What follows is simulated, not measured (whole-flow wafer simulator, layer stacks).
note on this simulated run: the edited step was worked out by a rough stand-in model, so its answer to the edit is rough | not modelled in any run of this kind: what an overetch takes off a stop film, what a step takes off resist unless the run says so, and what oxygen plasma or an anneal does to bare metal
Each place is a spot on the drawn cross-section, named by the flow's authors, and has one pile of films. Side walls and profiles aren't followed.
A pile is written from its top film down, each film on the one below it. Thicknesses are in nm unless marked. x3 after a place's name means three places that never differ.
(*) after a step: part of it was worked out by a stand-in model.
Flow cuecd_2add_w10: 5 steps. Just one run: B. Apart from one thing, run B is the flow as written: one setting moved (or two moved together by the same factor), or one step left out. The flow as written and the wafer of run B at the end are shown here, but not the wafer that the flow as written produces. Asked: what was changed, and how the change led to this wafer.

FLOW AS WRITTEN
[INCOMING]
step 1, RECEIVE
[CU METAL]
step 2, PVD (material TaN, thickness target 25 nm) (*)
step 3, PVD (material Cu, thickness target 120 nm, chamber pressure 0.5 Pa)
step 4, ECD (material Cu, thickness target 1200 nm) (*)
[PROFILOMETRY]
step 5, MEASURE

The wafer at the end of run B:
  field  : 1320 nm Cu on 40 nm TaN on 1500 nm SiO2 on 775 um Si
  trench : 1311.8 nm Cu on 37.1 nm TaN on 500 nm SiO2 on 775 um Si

Cause: step 2, PVD: thickness target 40 nm was run, while the flow as written has thickness target 25 nm.
The wafer lets one read it off: field has TaN 40, and step 2 as written asks for 25 nm.

How this came from the change, step by step:
  step 2, PVD (material TaN, thickness target 25 nm) (*)
      field: +40 TaN (new film) (as written it would have been: +25 TaN (new film))
      trench: +37.1 TaN (new film) (as written it would have been: +23.2 TaN (new film))
